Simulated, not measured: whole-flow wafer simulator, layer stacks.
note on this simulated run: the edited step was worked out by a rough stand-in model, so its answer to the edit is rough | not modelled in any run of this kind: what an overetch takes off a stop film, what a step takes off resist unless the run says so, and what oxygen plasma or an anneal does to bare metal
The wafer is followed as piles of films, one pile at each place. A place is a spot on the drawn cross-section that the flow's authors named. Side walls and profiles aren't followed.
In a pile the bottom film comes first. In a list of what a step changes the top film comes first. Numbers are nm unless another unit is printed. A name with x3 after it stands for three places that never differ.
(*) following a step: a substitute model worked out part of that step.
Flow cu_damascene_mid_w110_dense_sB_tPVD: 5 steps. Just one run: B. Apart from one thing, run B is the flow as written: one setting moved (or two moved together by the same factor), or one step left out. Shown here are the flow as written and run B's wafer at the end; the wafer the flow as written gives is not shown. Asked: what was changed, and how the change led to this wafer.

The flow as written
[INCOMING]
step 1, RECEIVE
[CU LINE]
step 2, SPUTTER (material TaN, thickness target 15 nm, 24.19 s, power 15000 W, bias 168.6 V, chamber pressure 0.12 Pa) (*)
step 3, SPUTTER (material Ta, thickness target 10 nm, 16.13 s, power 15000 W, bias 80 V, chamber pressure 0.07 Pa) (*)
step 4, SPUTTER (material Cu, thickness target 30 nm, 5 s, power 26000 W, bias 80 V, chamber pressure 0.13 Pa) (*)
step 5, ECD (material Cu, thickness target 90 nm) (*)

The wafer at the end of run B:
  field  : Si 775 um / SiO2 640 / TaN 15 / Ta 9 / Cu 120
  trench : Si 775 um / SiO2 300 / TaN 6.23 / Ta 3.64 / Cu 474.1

Cause: step 3, SPUTTER: thickness target 9 nm was run, while the flow as written has thickness target 10 nm.
The wafer itself shows it: field has Ta 9, and step 3 as written asks for 10 nm.

How this came from the change, step by step:
  step 3, SPUTTER (material Ta, thickness target 10 nm, 16.13 s, power 15000 W, bias 80 V, chamber pressure 0.07 Pa) (*)
      field: Ta gains 9 (new film) (as written it would have been: Ta gains 10 (new film))
